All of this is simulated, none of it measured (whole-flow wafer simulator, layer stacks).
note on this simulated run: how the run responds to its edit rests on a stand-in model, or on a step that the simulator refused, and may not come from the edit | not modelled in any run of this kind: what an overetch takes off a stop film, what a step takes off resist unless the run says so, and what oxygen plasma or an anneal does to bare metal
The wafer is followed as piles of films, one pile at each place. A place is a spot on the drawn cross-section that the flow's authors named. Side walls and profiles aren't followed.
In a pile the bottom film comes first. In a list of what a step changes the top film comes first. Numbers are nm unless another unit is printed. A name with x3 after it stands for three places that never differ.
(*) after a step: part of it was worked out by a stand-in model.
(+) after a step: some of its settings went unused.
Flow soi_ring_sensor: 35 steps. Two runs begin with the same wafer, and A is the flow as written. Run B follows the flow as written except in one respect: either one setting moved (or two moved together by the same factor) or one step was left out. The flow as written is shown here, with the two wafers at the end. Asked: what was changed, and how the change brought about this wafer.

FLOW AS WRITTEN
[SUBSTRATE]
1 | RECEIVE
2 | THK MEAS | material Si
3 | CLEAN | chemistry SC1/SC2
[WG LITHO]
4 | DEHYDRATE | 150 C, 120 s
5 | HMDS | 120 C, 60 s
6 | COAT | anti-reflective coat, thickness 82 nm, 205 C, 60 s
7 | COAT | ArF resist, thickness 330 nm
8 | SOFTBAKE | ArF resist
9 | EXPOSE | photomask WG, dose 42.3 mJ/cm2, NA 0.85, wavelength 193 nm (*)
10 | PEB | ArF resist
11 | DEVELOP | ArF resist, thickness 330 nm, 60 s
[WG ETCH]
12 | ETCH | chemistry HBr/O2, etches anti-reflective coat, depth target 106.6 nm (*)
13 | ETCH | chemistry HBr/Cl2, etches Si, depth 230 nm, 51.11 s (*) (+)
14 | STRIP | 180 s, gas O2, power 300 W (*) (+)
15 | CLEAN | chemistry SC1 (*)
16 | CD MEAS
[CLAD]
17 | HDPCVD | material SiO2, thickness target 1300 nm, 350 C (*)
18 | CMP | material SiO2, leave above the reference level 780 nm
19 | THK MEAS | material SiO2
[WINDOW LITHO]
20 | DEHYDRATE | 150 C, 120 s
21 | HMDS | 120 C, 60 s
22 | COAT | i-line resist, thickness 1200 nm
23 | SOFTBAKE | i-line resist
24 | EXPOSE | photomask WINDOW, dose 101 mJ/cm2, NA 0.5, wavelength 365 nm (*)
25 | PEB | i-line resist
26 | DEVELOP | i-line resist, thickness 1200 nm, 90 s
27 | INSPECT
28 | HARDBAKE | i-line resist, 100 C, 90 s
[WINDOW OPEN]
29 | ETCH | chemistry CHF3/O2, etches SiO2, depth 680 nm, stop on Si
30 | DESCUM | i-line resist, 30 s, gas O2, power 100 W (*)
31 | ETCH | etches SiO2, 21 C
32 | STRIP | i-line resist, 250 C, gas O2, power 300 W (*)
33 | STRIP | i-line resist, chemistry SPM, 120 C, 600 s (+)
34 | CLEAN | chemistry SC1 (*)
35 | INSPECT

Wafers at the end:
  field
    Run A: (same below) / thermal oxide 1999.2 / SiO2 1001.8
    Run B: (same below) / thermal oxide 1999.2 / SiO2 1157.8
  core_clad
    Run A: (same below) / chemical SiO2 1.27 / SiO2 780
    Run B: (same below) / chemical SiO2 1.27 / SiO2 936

The reason: step 18, CMP: leave above the reference level 936 nm was run, while the flow as written has leave above the reference level 780 nm.
The wafer itself shows it: core_clad has SiO2 936, and step 18 as written asks for 780 nm.

Step by step, how the change led to this:
  18 | CMP | material SiO2, leave above the reference level 780 nm
      gap, window, field, gap_clad: A SiO2 loses 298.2 | B SiO2 loses 142.2
      core, core_clad: A SiO2 loses 520 | B SiO2 loses 364
  31 | ETCH | etches SiO2, 21 C
      core: A SiO2 loses 100 (all of it), chemical SiO2 loses 1.27 (all of it) | B SiO2 loses 256 (all of it), chemical SiO2 loses 1.27 (all of it)
